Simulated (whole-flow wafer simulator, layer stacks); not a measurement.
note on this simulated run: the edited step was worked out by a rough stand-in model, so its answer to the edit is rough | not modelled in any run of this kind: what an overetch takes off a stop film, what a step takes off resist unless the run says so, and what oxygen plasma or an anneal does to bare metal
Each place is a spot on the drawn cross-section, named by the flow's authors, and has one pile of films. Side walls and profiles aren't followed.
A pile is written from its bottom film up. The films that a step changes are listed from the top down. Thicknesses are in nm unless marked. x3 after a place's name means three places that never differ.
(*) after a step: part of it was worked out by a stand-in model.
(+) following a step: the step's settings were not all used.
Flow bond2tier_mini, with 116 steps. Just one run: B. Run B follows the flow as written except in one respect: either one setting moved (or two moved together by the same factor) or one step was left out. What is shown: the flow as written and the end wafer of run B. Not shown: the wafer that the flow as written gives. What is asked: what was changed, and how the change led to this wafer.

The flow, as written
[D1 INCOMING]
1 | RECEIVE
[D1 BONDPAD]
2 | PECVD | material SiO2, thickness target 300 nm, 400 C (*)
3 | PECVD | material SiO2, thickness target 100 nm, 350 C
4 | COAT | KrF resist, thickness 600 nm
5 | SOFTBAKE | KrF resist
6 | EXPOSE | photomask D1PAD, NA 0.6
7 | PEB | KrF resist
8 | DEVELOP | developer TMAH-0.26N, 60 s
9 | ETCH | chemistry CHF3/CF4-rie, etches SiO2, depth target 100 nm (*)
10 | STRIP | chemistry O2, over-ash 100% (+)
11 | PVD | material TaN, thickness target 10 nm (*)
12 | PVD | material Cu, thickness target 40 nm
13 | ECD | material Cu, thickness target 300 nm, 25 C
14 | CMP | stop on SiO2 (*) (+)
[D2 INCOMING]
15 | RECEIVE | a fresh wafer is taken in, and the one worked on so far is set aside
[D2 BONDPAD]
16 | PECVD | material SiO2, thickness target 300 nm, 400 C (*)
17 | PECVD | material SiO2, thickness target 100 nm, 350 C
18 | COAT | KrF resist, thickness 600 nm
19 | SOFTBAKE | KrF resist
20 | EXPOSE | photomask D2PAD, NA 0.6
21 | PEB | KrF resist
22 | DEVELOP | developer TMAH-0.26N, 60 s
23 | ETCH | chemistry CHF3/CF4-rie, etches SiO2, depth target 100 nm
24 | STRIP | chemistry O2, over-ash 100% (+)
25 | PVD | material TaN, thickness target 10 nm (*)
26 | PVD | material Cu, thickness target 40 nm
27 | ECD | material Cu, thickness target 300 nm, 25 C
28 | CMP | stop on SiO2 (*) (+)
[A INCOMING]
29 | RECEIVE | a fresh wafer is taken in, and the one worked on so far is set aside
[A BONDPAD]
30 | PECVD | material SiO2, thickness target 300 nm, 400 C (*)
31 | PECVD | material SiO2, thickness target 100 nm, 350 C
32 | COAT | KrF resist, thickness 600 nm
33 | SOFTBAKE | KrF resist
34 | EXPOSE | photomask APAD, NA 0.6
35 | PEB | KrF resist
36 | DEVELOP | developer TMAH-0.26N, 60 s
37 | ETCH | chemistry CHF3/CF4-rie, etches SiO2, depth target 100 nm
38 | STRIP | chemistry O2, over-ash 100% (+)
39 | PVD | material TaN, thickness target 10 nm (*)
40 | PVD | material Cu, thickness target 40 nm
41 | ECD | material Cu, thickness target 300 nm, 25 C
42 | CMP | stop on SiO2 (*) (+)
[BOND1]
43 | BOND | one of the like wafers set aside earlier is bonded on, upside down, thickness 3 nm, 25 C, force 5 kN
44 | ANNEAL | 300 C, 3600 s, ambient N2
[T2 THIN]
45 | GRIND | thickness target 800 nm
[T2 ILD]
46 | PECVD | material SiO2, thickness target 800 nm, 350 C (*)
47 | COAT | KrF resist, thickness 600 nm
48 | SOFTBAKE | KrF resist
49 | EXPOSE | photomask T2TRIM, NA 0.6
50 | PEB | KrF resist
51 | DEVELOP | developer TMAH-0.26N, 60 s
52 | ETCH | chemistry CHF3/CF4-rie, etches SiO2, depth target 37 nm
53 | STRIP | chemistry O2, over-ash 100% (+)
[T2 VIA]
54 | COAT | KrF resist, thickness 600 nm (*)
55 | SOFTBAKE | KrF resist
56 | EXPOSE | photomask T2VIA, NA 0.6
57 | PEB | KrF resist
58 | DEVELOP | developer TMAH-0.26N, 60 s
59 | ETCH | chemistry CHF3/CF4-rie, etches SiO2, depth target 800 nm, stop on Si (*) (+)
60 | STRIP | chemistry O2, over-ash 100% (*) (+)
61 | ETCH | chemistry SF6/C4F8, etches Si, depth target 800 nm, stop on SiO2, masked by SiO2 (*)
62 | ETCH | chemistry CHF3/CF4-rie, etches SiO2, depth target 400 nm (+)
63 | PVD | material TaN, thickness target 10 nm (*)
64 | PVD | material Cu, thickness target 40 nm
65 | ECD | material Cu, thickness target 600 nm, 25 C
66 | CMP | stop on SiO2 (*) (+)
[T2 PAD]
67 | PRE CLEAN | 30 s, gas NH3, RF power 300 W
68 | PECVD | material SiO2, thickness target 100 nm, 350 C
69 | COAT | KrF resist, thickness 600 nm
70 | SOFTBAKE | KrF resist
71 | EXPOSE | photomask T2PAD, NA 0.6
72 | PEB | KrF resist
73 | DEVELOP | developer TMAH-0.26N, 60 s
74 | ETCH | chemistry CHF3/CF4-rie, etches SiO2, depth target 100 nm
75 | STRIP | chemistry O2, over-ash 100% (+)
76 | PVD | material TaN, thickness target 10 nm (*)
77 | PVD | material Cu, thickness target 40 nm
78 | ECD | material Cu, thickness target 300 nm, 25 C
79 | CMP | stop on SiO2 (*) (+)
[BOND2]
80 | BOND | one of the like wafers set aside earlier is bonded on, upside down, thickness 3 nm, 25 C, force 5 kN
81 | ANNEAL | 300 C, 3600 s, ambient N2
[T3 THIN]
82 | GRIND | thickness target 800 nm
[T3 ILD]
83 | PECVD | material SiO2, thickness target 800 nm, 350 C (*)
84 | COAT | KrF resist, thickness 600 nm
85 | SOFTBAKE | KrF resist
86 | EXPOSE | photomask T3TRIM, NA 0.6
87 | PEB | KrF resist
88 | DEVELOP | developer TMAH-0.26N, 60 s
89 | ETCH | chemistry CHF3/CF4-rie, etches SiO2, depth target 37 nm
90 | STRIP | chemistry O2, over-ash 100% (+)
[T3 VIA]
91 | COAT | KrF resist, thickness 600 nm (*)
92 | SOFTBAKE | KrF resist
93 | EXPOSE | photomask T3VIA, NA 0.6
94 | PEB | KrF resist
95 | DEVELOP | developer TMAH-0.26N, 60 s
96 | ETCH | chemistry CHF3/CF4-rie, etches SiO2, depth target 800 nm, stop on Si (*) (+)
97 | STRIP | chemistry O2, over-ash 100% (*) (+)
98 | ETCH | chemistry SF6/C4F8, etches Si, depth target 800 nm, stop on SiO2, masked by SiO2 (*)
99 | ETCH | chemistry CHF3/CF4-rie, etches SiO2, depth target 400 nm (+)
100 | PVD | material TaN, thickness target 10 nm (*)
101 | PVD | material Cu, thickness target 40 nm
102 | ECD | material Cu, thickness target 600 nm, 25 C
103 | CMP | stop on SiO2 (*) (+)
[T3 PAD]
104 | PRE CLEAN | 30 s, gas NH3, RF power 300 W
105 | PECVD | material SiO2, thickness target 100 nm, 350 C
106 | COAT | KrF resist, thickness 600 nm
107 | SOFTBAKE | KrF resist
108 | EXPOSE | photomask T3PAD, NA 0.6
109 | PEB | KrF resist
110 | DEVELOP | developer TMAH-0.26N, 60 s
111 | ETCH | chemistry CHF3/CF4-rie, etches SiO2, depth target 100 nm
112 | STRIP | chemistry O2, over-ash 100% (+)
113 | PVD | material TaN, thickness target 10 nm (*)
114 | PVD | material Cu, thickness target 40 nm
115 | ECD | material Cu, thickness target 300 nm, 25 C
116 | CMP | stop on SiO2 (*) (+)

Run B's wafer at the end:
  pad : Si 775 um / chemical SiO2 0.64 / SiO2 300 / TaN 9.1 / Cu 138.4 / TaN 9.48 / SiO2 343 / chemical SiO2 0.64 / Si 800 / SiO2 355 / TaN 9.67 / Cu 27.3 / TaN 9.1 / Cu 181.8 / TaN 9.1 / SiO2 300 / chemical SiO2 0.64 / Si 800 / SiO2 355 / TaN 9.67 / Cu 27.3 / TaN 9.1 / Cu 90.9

What caused this: step 9, ETCH: depth target 57 nm was run, though the flow has depth target 100 nm.

How this came from the change, step by step:
  9 | ETCH | chemistry CHF3/CF4-rie, etches SiO2, depth target 100 nm (*)
      pad, via: SiO2 loses 57 (it would be, as written: SiO2 loses 100)
      field: KrF resist loses 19 (it would be, as written: KrF resist loses 33.3)
  10 | STRIP | chemistry O2, over-ash 100% (+)
      field: KrF resist loses 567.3 (all of it) (it would be, as written: KrF resist loses 552.9 (all of it))
  12 | PVD | material Cu, thickness target 40 nm
      pad: Cu gains 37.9 (new film) (it would be, as written: Cu gains 36.4 (new film))
  13 | ECD | material Cu, thickness target 300 nm, 25 C
      pad: Cu gains 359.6 (it would be, as written: Cu gains 404.5)
      via: Cu gains 357 (it would be, as written: Cu gains 400.2)
  43 | BOND | one of the like wafers set aside earlier is bonded on, upside down, thickness 3 nm, 25 C, force 5 kN
      pad: Si gains 775 um (new film), chemical SiO2 gains 0.64 (new film), SiO2 gains 343 (new film), TaN gains 9.48 (new film), Cu gains 47.5 (it would be, as written: Si gains 775 um (new film), chemical SiO2 gains 0.64 (new film), SiO2 gains 300 (new film), TaN gains 9.1 (new film), Cu gains 90.9)
      via: Si gains 775 um (new film), chemical SiO2 gains 0.64 (new film), SiO2 gains 343 (new film), TaN gains 10 (new film), Cu gains 47 (it would be, as written: Si gains 775 um (new film), chemical SiO2 gains 0.64 (new film), SiO2 gains 300 (new film), TaN gains 9.97 (new film), Cu gains 90)
